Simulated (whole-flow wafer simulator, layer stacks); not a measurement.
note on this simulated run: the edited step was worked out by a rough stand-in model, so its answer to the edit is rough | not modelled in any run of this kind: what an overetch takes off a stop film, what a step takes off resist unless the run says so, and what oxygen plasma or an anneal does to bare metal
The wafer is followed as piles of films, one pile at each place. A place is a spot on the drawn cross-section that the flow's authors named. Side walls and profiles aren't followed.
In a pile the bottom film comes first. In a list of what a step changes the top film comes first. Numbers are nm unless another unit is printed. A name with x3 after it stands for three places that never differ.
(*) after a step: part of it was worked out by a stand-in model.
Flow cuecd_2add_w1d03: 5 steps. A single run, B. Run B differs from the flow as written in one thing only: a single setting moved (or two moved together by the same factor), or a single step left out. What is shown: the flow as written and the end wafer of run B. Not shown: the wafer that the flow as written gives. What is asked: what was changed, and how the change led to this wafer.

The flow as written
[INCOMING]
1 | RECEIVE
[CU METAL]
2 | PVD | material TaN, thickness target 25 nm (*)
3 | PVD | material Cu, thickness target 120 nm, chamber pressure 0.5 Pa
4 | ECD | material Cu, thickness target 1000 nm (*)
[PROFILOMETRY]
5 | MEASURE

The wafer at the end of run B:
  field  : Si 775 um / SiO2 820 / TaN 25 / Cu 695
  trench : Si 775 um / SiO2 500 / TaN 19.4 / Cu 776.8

The reason: step 4, ECD: thickness target 575 nm was run, whereas the flow has thickness target 1000 nm.

The path from the change to this, step by step:
  4 | ECD | material Cu, thickness target 1000 nm (*)
      field: +575 Cu (as written it would have been: +1000 Cu)
      trench: +683.3 Cu (as written it would have been: +1226.8 Cu)
